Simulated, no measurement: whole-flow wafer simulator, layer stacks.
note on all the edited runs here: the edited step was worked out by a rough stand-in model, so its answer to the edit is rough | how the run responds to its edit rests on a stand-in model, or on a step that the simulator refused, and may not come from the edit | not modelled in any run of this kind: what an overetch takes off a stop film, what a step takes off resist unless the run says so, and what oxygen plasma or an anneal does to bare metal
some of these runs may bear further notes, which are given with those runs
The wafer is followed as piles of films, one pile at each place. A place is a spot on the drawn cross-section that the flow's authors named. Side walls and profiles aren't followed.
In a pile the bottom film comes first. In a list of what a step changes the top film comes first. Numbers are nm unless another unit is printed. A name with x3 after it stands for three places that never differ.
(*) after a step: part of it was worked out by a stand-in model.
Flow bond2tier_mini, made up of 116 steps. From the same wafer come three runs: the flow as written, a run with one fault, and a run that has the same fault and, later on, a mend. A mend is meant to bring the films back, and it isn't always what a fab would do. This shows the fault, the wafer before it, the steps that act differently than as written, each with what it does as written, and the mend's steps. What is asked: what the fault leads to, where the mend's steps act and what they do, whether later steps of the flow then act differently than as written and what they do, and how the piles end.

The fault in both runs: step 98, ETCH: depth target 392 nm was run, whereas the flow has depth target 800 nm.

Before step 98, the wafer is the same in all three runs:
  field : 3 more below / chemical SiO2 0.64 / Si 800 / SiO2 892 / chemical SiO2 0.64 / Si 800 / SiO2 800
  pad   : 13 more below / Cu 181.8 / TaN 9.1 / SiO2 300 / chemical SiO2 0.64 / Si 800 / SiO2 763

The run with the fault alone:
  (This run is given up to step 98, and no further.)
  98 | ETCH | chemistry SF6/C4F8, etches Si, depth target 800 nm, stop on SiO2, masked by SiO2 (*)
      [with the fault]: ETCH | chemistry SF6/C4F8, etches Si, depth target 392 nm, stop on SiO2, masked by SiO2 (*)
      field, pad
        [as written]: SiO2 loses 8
        [with the fault]: SiO2 loses 3.92
  After step 98 the piles are close to the flow's at the places that both follow, differing by at most 2% or 0.5 nm, whichever is larger.

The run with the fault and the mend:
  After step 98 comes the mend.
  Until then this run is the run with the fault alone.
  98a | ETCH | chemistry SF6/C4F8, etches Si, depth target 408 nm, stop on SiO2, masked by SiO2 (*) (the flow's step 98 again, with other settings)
      field, pad
        SiO2 loses 4.08
  None of the later steps of the flow acts differently than as written at any place that is followed.
  The piles end the same as the flow's at every place that both follow.
